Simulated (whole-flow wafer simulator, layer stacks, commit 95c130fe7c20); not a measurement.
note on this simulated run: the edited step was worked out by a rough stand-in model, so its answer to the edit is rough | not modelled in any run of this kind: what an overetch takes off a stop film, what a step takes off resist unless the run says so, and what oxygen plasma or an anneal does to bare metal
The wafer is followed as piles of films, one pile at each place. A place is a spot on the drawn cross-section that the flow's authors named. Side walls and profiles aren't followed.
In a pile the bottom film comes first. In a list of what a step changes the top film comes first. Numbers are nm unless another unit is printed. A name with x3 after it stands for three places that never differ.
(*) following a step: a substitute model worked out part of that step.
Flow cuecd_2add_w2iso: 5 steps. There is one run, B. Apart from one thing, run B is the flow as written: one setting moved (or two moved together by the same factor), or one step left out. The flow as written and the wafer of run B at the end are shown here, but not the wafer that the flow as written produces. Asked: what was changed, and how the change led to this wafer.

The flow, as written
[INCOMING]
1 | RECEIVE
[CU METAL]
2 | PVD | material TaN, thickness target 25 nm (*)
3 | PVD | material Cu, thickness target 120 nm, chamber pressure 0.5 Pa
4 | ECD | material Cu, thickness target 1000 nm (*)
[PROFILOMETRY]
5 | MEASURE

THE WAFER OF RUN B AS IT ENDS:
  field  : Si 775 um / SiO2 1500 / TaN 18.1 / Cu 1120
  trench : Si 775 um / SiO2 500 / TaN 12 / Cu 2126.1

What caused this: step 2, PVD: thickness target 18.1 nm was run, while the flow as written has thickness target 25 nm.
The wafer itself shows it: field has TaN 18.1, and step 2 as written asks for 25 nm.

How this came from the change, step by step:
  2 | PVD | material TaN, thickness target 25 nm (*)
      field: TaN gains 18.1 (new film) (as written it would have been: TaN gains 25 (new film))
      trench: TaN gains 12 (new film) (as written it would have been: TaN gains 16.6 (new film))
